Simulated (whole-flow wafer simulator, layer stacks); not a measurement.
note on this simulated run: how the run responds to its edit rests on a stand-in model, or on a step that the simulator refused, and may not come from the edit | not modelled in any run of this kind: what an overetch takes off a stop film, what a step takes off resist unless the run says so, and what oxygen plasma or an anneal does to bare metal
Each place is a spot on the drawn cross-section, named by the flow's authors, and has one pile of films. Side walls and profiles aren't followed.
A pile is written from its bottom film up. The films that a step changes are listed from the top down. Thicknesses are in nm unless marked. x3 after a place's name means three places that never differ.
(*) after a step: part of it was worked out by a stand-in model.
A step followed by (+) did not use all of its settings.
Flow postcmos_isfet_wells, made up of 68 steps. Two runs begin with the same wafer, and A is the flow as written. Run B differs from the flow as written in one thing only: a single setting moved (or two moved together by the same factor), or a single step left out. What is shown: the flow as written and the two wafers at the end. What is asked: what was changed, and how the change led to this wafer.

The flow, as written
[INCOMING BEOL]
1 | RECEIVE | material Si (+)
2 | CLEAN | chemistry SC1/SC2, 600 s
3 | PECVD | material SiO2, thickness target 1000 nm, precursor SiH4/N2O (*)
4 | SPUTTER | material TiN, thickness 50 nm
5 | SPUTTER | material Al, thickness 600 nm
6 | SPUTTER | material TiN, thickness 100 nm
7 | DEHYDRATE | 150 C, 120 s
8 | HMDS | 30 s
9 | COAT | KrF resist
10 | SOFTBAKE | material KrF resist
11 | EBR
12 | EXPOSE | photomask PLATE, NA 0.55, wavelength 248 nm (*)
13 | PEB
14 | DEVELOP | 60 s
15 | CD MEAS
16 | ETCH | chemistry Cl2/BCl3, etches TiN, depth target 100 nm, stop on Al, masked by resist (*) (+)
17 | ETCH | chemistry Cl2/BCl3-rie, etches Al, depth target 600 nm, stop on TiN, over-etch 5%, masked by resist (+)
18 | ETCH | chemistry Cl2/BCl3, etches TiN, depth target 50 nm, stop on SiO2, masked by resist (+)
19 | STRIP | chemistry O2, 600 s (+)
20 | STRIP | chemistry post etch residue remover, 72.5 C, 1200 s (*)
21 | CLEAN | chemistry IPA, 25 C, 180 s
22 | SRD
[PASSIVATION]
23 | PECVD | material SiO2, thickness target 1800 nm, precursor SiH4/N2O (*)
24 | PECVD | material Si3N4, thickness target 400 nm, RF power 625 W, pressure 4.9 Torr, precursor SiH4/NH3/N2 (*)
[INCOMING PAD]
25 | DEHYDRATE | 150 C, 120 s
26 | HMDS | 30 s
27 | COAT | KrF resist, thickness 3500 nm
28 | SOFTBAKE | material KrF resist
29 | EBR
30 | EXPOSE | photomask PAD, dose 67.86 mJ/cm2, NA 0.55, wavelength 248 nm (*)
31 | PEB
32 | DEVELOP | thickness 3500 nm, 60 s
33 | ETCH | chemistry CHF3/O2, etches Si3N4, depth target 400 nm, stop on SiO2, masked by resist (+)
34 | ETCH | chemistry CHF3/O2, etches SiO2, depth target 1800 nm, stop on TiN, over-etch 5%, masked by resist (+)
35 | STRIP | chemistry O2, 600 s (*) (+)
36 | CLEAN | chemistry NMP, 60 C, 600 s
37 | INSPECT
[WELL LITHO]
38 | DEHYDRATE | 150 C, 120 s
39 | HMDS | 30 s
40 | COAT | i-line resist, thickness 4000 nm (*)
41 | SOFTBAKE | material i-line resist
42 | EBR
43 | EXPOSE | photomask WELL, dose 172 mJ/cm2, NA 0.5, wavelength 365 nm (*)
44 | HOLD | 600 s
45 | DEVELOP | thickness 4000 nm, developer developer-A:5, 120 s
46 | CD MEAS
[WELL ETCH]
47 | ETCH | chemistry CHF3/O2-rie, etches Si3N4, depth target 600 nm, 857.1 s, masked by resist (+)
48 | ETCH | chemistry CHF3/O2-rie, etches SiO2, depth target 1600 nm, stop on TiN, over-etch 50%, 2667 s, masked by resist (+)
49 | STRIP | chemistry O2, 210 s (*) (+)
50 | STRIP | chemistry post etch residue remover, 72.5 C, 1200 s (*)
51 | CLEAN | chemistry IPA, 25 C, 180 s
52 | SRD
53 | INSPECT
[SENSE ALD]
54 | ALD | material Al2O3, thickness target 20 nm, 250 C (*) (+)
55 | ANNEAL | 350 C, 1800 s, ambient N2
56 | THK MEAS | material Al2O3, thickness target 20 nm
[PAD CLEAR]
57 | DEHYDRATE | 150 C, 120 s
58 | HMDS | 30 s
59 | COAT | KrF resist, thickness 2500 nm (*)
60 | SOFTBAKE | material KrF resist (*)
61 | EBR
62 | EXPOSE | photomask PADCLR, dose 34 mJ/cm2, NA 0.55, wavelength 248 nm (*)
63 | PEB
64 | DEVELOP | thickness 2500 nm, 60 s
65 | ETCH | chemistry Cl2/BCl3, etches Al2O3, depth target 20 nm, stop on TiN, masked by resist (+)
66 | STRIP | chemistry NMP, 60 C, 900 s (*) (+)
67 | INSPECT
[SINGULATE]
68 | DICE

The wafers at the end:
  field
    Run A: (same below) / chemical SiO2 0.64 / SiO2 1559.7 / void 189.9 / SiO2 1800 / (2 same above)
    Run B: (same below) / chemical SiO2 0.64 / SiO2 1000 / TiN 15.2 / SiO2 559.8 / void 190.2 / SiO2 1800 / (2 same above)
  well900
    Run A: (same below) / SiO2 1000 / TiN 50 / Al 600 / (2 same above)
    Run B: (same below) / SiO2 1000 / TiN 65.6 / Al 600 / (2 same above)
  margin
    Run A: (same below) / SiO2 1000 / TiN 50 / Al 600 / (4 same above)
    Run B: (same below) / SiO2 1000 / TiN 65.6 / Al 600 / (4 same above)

What caused this: step 4, SPUTTER: thickness 65.62 nm was run, whereas the flow has thickness 50 nm.
One can read it off the wafer: well900 has TiN 65.6, and step 4 as written asks for 50 nm.

How this came from the change, step by step:
  4 | SPUTTER | material TiN, thickness 50 nm
      field, margin, well900, well1300 x3, pad_rim, pad_clr, pad_open: A +50 TiN (new film) | B +65.6 TiN (new film)
  18 | ETCH | chemistry Cl2/BCl3, etches TiN, depth target 50 nm, stop on SiO2, masked by resist (+)
      field: A -50 TiN (all of it) | B -50 TiN
  23 | PECVD | material SiO2, thickness target 1800 nm, precursor SiH4/N2O (*)
      field: A +1800 SiO2 (new film), +189.9 void (new film), +559.7 SiO2 | B +1800 SiO2 (new film), +190.2 void (new film), +559.8 SiO2 (new film)
If metal films that touch count as one body, field has 1 body; the flow as written gives 0 bodies.
